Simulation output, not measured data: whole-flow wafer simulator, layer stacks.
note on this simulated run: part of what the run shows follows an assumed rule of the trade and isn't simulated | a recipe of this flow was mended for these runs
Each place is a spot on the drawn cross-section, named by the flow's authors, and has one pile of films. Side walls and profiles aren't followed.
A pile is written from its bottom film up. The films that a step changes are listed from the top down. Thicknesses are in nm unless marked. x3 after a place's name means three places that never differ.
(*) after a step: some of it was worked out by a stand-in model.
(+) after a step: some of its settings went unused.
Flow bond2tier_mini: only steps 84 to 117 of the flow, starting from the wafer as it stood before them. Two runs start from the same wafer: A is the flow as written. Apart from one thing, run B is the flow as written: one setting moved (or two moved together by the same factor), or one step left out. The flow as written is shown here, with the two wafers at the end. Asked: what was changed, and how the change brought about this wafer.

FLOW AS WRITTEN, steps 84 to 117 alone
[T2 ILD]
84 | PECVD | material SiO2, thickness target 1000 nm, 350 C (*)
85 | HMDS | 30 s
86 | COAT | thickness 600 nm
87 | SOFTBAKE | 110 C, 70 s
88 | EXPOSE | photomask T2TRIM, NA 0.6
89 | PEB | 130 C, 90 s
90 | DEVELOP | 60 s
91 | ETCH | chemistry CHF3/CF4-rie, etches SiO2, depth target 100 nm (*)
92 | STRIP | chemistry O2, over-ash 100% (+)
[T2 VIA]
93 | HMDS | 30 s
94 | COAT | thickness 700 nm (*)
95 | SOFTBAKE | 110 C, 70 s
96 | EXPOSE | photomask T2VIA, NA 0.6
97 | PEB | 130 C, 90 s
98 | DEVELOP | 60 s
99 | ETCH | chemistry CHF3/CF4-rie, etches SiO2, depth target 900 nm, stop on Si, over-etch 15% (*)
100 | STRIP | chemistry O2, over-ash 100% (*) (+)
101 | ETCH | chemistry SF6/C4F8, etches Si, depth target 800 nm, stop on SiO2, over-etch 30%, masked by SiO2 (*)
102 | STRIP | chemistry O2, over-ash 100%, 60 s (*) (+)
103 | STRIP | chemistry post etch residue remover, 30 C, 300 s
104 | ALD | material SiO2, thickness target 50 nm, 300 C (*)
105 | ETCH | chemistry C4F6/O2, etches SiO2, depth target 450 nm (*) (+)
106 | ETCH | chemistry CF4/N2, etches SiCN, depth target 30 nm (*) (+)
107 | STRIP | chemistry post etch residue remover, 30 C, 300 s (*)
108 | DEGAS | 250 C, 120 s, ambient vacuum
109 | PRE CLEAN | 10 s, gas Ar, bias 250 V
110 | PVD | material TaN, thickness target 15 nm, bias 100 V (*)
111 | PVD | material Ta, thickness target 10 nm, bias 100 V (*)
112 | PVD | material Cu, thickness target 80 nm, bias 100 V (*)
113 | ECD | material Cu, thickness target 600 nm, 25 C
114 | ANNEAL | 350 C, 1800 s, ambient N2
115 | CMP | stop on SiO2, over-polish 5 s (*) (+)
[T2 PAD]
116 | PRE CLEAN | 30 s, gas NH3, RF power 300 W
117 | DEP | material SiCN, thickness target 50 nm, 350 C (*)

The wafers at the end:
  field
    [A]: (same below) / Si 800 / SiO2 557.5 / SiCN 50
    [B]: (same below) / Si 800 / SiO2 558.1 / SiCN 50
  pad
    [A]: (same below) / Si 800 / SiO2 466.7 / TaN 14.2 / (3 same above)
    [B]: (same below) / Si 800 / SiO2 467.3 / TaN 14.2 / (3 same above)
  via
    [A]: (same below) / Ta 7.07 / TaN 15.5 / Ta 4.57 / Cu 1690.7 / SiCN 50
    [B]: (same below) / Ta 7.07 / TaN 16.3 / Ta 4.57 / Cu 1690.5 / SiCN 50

Cause: step 109, PRE CLEAN: 8 s was run, though the flow has 10 s.

Step by step, how the change led to this:
  109 | PRE CLEAN | 10 s, gas Ar, bias 250 V
      field, pad: A -3 SiO2 | B -2.4 SiO2
      via: A -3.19 TaN | B -2.42 TaN
